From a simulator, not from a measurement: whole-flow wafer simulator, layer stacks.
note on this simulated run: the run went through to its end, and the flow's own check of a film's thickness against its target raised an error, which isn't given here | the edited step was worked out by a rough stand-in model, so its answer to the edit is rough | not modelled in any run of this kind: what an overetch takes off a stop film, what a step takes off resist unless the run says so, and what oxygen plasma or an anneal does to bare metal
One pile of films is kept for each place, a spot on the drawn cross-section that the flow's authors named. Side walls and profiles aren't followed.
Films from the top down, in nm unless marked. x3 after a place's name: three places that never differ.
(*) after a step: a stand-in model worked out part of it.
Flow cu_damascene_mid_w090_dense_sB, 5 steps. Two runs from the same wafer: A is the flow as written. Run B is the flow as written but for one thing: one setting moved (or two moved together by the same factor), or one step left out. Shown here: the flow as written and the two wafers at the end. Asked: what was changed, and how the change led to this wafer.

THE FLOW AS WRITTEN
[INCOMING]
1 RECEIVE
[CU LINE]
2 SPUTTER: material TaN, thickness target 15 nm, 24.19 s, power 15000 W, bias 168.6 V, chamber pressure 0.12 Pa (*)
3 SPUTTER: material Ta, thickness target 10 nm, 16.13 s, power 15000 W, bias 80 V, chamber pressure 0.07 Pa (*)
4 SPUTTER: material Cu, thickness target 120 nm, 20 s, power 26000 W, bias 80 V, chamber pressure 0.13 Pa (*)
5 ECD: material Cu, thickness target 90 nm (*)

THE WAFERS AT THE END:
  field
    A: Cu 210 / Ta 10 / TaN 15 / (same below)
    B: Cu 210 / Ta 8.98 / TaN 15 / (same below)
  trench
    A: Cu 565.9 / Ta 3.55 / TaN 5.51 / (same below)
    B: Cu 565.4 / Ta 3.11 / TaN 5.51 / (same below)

The cause: step 3, SPUTTER: power 13470 W was run, where the flow has power 15000 W.

How the change led to this, step by step:
  3 SPUTTER: material Ta, thickness target 10 nm, 16.13 s, power 15000 W, bias 80 V, chamber pressure 0.07 Pa (*)
      field: A Ta +10 (new film) | B Ta +8.98 (new film)
